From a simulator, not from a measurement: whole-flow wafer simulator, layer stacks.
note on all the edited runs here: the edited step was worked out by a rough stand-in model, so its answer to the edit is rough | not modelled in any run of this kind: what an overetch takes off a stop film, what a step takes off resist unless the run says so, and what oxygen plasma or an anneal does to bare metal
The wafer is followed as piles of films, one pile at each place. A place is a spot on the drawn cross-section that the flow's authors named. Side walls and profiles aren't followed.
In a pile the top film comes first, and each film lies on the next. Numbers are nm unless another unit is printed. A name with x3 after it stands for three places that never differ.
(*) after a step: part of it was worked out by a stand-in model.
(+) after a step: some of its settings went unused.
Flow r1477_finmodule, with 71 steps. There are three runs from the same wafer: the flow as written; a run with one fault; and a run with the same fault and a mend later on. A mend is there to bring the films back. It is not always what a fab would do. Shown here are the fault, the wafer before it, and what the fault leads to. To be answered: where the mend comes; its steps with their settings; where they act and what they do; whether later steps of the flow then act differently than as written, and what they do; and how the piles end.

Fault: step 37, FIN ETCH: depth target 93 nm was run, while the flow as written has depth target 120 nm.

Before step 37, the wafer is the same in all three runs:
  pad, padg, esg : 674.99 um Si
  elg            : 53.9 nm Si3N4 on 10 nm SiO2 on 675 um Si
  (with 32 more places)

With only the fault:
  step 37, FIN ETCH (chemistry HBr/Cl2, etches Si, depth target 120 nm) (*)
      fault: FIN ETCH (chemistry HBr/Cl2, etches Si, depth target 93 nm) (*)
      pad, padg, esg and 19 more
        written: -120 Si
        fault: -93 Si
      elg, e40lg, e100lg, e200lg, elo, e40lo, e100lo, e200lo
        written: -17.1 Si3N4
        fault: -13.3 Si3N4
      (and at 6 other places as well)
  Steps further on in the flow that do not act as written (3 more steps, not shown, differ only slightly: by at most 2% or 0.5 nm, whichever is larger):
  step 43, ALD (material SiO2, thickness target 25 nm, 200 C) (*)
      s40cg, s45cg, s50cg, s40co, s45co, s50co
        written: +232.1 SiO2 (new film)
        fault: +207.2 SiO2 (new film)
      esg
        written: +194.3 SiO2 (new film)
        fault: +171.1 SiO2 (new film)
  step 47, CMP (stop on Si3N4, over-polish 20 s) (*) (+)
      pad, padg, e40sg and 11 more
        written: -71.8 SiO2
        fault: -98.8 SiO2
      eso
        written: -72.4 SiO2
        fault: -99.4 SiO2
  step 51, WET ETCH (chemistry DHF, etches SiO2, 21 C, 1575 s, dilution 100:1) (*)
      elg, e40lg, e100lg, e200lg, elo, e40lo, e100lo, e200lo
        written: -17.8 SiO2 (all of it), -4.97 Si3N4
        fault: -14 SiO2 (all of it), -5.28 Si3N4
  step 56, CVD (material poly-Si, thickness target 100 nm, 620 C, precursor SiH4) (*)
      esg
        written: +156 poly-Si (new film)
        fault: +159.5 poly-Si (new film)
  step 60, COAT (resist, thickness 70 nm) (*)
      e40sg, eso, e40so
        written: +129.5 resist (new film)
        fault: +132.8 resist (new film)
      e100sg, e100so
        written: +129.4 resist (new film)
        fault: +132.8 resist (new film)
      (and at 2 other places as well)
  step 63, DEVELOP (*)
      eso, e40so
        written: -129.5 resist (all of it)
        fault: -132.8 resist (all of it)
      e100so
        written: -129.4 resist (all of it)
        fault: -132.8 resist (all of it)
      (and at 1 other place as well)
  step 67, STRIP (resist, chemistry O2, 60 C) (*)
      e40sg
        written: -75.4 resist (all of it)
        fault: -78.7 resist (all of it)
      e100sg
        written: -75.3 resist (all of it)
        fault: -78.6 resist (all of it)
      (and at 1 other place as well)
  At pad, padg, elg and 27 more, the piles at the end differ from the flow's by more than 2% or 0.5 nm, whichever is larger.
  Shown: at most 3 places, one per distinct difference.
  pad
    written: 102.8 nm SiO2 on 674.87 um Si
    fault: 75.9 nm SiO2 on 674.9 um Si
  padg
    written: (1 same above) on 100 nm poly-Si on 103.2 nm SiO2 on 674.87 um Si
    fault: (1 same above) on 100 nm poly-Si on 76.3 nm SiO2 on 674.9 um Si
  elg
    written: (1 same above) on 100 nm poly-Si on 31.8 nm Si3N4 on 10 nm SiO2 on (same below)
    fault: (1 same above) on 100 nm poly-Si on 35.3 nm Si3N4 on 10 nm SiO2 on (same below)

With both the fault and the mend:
  The mend follows step 38.
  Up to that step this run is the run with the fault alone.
  step 38a, FIN ETCH (chemistry HBr/Cl2, etches Si, depth target 27 nm) (*) (a further turn of the flow's step 37, with different settings)
      pad, padg, esg and 19 more
        -27 Si
      elg, e40lg, e100lg, e200lg, elo, e40lo, e100lo, e200lo
        -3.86 Si3N4
      s40sg_line, s45sg_line, s50sg_line, s40so_line, s45so_line, s50so_line
        -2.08 SiO2
  None of the later steps of the flow acts differently than as written at any place that is followed.
  At every place that both follow, the piles at the end match the flow's.
